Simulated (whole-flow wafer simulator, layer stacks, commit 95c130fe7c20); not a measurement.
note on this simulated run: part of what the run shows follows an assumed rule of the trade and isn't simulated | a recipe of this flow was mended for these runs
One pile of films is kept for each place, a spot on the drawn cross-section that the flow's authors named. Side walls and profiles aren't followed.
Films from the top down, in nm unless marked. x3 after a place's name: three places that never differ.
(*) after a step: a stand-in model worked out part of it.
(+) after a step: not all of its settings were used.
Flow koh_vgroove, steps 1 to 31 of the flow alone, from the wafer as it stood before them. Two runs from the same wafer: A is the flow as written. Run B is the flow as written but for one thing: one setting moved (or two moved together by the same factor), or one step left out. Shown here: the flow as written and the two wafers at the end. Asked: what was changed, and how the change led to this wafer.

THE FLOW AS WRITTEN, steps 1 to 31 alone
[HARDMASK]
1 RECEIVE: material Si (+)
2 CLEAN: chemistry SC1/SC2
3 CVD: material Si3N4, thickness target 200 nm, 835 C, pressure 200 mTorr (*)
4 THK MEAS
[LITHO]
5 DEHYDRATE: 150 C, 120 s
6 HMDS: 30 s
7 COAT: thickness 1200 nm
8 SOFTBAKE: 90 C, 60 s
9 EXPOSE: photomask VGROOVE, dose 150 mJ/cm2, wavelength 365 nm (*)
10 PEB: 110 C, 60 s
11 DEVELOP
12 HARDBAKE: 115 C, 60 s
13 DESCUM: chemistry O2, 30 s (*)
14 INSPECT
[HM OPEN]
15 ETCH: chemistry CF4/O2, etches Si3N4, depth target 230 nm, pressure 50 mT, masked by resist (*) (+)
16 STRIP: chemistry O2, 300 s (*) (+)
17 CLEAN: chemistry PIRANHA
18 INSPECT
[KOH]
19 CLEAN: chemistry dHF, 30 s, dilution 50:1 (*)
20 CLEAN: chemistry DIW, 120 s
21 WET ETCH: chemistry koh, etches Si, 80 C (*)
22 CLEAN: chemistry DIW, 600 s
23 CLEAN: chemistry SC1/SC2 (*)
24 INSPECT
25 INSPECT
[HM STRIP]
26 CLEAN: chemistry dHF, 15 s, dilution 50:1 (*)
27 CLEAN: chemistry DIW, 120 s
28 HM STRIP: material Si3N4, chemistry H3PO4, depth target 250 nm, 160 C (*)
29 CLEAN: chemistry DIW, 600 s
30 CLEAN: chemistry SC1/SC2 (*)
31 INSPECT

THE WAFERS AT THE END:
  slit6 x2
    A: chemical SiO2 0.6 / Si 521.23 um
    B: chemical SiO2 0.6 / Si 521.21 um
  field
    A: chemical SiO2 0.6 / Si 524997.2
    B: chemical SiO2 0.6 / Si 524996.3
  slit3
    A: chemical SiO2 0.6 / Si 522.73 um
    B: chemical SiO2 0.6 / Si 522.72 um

The cause: step 3, CVD: thickness target 181.2 nm was run, where the flow has thickness target 200 nm.

How the change led to this, step by step:
  3 CVD: material Si3N4, thickness target 200 nm, 835 C, pressure 200 mTorr (*)
      field, slit3, slit2, slit6 x2: A Si3N4 +200 (new film) | B Si3N4 +181.2 (new film)
  15 ETCH: chemistry CF4/O2, etches Si3N4, depth target 230 nm, pressure 50 mT, masked by resist (*) (+)
      slit3, slit2, slit6 x2: A Si3N4 -200 (all of it), chemical SiO2 -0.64 (all of it), Si -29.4 | B Si3N4 -181.2 (all of it), chemical SiO2 -0.64 (all of it), Si -48.2
  28 HM STRIP: material Si3N4, chemistry H3PO4, depth target 250 nm, 160 C (*)
      field: A Si3N4 -198.7 (all of it), chemical SiO2 -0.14, Si -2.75 | B Si3N4 -179.9 (all of it), chemical SiO2 -0.14, Si -3.69
